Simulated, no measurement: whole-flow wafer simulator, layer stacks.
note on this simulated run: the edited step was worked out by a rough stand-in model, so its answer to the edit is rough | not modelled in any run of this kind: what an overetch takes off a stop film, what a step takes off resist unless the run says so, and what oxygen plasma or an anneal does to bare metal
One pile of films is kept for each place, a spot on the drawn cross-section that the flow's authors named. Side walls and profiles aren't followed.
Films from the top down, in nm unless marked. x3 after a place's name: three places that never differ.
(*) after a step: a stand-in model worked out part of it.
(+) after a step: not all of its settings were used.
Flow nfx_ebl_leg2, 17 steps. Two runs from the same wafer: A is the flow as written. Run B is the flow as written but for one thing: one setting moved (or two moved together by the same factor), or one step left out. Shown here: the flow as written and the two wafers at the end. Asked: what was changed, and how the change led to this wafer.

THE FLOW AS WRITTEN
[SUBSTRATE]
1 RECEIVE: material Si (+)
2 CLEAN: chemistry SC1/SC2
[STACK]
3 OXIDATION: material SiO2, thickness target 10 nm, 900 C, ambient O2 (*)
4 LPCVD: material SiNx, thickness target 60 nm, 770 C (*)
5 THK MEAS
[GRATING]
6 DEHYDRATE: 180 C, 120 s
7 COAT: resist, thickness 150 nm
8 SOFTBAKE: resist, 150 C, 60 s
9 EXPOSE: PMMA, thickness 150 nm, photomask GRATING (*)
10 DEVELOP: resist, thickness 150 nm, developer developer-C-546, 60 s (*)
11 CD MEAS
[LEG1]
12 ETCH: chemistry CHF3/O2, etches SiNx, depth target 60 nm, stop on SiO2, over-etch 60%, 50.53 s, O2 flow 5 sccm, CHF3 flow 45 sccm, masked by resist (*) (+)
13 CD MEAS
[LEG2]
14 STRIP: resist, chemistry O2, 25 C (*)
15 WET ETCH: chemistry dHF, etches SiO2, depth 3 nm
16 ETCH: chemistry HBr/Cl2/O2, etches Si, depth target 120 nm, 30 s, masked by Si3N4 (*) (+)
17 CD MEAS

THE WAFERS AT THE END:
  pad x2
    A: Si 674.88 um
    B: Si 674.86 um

The cause: step 16, ETCH: depth target 135 nm was run, where the flow has depth target 120 nm.

How the change led to this, step by step:
  16 ETCH: chemistry HBr/Cl2/O2, etches Si, depth target 120 nm, 30 s, masked by Si3N4 (*) (+)
      pad x2: A Si -120 | B Si -135
